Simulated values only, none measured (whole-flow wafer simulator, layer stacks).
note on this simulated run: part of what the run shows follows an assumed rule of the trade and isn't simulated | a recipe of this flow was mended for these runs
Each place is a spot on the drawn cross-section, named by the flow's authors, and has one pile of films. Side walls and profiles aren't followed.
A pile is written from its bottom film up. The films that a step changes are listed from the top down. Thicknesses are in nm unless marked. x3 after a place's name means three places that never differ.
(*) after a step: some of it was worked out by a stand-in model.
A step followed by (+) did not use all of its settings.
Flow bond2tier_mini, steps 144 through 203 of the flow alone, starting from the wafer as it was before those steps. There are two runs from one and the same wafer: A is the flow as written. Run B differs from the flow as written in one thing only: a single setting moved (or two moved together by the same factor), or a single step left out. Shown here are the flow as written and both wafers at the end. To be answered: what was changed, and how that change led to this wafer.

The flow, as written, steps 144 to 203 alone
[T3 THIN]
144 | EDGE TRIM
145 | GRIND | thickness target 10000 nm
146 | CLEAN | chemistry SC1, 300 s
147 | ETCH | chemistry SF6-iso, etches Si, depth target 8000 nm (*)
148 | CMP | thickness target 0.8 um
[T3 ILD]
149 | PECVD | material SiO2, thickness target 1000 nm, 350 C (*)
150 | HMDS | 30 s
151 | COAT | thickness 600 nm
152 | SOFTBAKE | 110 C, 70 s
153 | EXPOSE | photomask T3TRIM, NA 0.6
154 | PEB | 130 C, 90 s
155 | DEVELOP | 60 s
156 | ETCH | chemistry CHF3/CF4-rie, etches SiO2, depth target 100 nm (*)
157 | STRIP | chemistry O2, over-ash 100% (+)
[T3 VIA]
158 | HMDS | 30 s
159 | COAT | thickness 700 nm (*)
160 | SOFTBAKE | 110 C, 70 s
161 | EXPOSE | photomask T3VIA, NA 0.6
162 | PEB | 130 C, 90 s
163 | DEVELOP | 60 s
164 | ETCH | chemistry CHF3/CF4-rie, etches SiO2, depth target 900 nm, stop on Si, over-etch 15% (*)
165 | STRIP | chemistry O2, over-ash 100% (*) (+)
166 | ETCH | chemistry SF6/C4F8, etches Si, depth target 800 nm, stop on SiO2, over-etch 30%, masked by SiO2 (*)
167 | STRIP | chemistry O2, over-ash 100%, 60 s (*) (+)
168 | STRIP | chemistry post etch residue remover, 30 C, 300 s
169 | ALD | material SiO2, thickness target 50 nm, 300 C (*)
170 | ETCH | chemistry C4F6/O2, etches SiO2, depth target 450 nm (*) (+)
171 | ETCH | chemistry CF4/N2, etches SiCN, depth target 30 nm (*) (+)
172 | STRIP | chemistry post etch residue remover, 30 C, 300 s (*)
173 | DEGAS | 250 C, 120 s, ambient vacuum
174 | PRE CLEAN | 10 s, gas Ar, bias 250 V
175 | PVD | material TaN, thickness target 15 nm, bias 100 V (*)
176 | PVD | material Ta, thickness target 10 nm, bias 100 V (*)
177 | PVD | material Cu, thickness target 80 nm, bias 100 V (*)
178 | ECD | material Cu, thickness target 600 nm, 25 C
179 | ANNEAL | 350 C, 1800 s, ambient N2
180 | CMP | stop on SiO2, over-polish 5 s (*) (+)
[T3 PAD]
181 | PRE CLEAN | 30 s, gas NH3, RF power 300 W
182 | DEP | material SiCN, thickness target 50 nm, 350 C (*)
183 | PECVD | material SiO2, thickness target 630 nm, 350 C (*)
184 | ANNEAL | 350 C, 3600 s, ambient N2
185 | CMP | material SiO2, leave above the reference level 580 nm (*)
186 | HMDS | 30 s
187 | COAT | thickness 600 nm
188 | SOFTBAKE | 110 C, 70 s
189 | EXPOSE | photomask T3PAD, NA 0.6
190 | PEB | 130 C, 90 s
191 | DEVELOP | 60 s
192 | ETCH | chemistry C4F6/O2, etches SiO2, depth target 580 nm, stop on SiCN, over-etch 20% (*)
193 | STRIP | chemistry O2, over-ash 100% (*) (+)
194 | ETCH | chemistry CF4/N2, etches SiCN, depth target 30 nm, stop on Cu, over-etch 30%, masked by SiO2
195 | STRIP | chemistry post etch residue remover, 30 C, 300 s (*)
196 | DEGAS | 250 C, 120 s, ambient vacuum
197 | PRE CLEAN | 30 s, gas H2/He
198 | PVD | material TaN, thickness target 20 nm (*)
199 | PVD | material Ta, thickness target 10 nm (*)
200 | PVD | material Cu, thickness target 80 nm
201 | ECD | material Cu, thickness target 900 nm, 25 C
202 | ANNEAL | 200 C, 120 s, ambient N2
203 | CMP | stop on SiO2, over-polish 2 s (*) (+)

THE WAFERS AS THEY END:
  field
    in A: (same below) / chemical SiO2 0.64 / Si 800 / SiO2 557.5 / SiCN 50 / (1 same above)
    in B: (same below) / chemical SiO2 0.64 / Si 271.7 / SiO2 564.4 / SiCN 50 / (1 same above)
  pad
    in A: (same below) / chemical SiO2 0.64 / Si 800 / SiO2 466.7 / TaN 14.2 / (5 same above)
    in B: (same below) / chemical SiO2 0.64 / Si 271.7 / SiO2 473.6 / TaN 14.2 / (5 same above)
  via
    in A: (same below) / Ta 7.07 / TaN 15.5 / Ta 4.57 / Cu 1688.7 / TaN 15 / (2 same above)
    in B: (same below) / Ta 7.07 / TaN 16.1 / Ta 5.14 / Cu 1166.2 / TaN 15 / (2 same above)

The reason: step 147, ETCH: depth target 9728 nm was run, though the flow has depth target 8000 nm.

Step by step, how the change led to this:
  147 | ETCH | chemistry SF6-iso, etches Si, depth target 8000 nm (*)
      field, pad, via: A chemical SiO2 loses 0.6 (all of it), Si loses 8000 | B chemical SiO2 loses 0.6 (all of it), Si loses 9728
  148 | CMP | thickness target 0.8 um
      field, pad, via: A Si loses 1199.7 | B nothing
  166 | ETCH | chemistry SF6/C4F8, etches Si, depth target 800 nm, stop on SiO2, over-etch 30%, masked by SiO2 (*)
      field, pad: A SiO2 loses 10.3 | B SiO2 loses 3.39
      via: A Si loses 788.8 (all of it), chemical SiO2 loses 0.64 (all of it), SiO2 loses 1.87 | B Si loses 260.5 (all of it), chemical SiO2 loses 0.64 (all of it), SiO2 loses 7.15
  170 | ETCH | chemistry C4F6/O2, etches SiO2, depth target 450 nm (*) (+)
      via: A SiO2 loses 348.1 (all of it), SiCN loses 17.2 | B SiO2 loses 342.8 (all of it), SiCN loses 18.1
  171 | ETCH | chemistry CF4/N2, etches SiCN, depth target 30 nm (*) (+)
      via: A SiCN loses 17.6 (all of it), TaN loses 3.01 | B SiCN loses 16.8 (all of it), TaN loses 3.23
  175 | PVD | material TaN, thickness target 15 nm, bias 100 V (*)
      via: A TaN gains 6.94 | B TaN gains 7.78
  176 | PVD | material Ta, thickness target 10 nm, bias 100 V (*)
      via: A Ta gains 4.57 (new film) | B Ta gains 5.14 (new film)
  177 | PVD | material Cu, thickness target 80 nm, bias 100 V (*)
      via: A Cu gains 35 (new film) | B Cu gains 39.7 (new film)
  178 | ECD | material Cu, thickness target 600 nm, 25 C
      via: A Cu gains 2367 | B Cu gains 1839.7
